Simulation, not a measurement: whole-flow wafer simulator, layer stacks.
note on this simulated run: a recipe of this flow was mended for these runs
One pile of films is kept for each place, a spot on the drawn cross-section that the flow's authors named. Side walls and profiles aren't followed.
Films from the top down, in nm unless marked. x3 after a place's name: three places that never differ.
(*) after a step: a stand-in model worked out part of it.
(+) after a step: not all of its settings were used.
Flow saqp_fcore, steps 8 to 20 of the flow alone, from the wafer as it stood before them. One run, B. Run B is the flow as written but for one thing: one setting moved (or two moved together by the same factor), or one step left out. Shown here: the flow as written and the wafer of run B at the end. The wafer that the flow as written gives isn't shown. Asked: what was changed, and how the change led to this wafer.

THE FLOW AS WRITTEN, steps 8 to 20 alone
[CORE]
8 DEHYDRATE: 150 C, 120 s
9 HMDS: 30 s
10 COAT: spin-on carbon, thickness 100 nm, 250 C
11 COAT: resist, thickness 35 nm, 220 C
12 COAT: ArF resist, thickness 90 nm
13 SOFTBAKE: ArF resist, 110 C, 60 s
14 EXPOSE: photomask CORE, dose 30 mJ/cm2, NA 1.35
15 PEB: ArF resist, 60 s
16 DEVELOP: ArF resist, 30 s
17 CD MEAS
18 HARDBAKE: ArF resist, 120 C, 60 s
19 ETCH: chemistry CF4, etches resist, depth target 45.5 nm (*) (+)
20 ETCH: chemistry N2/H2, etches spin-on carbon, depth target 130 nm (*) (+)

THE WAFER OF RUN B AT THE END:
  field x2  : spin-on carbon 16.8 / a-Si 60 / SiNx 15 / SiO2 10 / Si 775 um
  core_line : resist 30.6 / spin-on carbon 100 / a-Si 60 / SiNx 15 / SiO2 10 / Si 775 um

The cause: step 12, COAT: thickness 54 nm was run, where the flow has thickness 90 nm; step 20, ETCH: depth target 78 nm was run, where the flow has depth target 130 nm.

How the change led to this, step by step:
  12 COAT: ArF resist, thickness 90 nm
      field x2, core_line: ArF resist +54 (new film) (as written it would be: ArF resist +90 (new film))
  16 DEVELOP: ArF resist, 30 s
      field x2: ArF resist -53.7 (all of it) (as written it would be: ArF resist -89.6 (all of it))
  18 HARDBAKE: ArF resist, 120 C, 60 s
      core_line: ArF resist -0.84 (as written it would be: ArF resist -1.41)
  20 ETCH: chemistry N2/H2, etches spin-on carbon, depth target 130 nm (*) (+)
      field x2: spin-on carbon -78 (as written it would be: spin-on carbon -94.8 (all of it), a-Si -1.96)
      core_line: ArF resist -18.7 (all of it), resist -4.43 (as written it would be: ArF resist -53.9 (all of it), resist -6.44)
